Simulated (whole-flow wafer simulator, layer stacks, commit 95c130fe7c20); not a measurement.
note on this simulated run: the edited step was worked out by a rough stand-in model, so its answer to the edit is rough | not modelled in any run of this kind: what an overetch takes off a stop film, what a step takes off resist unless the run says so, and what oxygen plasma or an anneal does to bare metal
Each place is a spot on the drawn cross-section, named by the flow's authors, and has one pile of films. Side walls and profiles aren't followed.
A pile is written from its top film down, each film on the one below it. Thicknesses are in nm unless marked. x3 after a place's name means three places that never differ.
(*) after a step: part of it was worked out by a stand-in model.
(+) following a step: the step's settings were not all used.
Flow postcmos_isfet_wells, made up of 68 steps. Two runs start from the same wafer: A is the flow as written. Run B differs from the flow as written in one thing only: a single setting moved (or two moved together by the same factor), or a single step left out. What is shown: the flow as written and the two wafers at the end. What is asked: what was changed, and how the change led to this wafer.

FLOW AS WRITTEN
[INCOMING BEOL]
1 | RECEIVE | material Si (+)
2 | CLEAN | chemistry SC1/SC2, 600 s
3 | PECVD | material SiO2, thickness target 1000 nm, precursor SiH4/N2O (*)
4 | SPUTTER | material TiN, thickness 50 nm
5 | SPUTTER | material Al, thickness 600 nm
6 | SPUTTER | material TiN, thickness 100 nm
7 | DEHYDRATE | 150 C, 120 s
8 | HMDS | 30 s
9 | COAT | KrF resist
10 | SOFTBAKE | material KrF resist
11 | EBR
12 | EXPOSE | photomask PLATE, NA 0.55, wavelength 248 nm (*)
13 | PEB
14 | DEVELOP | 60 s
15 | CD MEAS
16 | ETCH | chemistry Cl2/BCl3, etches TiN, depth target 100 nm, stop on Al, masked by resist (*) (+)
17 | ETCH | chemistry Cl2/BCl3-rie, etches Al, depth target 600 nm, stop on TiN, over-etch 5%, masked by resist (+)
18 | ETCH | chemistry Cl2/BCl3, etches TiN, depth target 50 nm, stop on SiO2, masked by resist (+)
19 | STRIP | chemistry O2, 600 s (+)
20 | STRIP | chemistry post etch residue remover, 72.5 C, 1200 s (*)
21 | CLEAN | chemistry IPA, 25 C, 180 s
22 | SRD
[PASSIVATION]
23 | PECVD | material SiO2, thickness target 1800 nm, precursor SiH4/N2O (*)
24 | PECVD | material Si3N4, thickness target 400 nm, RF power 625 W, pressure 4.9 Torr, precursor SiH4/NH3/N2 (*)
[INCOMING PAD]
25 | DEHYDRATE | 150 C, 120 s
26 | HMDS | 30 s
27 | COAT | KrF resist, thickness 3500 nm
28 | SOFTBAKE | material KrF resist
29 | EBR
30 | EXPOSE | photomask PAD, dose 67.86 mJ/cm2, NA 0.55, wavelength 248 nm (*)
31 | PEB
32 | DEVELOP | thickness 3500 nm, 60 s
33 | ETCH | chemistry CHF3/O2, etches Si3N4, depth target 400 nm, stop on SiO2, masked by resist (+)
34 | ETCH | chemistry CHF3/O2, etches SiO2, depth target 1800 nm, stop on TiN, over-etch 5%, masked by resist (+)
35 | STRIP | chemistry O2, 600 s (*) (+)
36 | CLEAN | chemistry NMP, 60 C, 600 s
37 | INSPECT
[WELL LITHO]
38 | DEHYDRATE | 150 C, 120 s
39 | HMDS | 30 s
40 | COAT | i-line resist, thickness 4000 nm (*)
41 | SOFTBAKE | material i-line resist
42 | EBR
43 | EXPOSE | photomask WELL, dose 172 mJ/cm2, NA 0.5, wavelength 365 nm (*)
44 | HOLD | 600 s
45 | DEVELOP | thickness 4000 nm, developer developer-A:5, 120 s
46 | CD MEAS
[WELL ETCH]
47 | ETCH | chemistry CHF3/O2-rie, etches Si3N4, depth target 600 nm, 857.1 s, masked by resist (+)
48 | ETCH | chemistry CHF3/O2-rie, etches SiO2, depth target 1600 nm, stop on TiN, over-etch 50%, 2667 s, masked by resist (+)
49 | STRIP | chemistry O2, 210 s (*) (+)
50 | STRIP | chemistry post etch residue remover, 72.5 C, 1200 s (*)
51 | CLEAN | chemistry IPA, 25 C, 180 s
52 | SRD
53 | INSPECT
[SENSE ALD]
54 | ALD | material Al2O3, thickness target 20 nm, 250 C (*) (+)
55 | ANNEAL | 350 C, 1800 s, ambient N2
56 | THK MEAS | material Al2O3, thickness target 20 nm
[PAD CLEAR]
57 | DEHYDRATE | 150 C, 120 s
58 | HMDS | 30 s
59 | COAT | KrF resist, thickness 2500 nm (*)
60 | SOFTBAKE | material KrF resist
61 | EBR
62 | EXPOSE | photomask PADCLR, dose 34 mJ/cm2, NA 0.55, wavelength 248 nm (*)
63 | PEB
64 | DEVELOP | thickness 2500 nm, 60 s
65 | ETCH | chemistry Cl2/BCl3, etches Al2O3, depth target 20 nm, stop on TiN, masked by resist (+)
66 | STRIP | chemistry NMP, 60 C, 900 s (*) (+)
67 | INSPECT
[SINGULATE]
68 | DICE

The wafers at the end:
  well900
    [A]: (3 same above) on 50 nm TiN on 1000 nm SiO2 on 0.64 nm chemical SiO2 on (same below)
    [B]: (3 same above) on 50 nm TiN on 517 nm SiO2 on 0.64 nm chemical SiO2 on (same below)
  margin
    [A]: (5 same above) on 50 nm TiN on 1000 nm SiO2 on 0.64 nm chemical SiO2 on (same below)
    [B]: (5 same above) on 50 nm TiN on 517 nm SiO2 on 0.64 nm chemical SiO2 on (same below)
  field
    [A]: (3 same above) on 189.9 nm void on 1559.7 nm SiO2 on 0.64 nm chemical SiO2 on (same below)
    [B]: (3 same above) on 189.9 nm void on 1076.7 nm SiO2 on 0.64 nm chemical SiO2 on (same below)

Cause: step 3, PECVD: thickness target 517 nm was run, though the flow has thickness target 1000 nm.
One can read it off the wafer: well900 has SiO2 517, and step 3 as written asks for 1000 nm.

The path from the change to this, step by step:
  3 | PECVD | material SiO2, thickness target 1000 nm, precursor SiH4/N2O (*)
      field, margin, well900, well1300 x3, pad_rim, pad_clr, pad_open: A SiO2 gains 1000 (new film) | B SiO2 gains 517 (new film)
